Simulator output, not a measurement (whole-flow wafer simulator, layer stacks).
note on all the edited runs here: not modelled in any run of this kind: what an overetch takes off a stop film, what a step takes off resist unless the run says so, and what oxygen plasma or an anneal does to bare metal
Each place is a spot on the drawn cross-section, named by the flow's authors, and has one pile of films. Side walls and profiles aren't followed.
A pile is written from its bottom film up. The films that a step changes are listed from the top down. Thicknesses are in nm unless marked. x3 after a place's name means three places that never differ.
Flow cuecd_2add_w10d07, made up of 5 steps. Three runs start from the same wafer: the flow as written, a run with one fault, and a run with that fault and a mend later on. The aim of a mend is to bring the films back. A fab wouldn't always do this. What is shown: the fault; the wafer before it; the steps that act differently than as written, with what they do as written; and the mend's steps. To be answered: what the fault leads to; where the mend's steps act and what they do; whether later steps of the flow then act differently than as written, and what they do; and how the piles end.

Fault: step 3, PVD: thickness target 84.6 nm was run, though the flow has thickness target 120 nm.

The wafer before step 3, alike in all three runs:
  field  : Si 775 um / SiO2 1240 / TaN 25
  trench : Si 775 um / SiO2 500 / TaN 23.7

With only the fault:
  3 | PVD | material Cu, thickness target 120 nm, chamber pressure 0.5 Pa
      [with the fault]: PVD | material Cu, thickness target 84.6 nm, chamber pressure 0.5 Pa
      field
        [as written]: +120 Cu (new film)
        [with the fault]: +84.6 Cu (new film)
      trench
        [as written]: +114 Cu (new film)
        [with the fault]: +80.3 Cu (new film)
  Later steps of the flow that are run all act as written at every place that is followed.
  The piles end different from the flow's at field, trench by more than 2% or 0.5 nm, whichever is larger.
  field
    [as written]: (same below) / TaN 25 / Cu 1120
    [with the fault]: (same below) / TaN 25 / Cu 1084.6
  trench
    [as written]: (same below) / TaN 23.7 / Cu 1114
    [with the fault]: (same below) / TaN 23.7 / Cu 1080.3

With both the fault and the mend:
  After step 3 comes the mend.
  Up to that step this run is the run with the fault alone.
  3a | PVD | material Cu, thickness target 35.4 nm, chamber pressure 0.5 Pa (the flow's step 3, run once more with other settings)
      field
        +35.4 Cu
      trench
        +33.5 Cu
  Later steps of the flow that are run all act as written at every place that is followed.
  When the end is reached, the piles differ only a little from the flow's at the places that both follow, at most by 2% or 0.5 nm, whichever is larger.
